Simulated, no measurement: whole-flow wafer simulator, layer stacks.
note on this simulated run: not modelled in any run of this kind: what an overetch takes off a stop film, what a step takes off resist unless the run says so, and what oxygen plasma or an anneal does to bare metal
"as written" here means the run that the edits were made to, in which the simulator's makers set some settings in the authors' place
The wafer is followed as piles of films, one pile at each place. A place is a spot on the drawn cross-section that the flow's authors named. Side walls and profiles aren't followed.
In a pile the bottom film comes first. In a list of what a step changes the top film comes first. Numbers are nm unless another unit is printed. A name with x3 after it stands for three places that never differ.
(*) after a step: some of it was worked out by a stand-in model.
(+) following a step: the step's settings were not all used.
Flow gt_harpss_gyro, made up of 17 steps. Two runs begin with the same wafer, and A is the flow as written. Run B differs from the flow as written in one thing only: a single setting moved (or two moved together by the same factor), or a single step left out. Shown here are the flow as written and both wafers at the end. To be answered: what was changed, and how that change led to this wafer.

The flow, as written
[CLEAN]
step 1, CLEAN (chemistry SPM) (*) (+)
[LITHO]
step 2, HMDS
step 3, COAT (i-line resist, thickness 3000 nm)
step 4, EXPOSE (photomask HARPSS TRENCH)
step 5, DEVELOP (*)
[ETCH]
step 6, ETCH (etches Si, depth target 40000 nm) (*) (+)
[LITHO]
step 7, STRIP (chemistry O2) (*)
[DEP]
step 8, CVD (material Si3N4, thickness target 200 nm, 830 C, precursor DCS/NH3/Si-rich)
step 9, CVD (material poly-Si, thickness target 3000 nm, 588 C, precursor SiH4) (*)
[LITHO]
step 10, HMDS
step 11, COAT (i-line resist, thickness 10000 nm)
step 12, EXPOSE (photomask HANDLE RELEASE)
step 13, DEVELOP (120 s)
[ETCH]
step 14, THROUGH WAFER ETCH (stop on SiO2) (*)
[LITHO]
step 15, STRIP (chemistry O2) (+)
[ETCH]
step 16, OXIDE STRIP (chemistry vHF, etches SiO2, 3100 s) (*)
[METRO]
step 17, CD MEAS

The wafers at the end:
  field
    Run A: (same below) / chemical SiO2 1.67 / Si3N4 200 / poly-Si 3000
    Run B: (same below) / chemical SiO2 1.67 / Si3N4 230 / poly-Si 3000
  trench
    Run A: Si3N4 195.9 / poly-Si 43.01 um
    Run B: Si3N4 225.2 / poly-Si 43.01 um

The reason: step 8, CVD: thickness target 230 nm was run, whereas the flow has thickness target 200 nm.
The wafer lets one read it off: field has Si3N4 230, and step 8 as written asks for 200 nm.

How this came from the change, step by step:
  step 8, CVD (material Si3N4, thickness target 200 nm, 830 C, precursor DCS/NH3/Si-rich)
      field: A +200 Si3N4 (new film) | B +230 Si3N4 (new film)
      trench: A +195.9 Si3N4 (new film) | B +225.2 Si3N4 (new film)
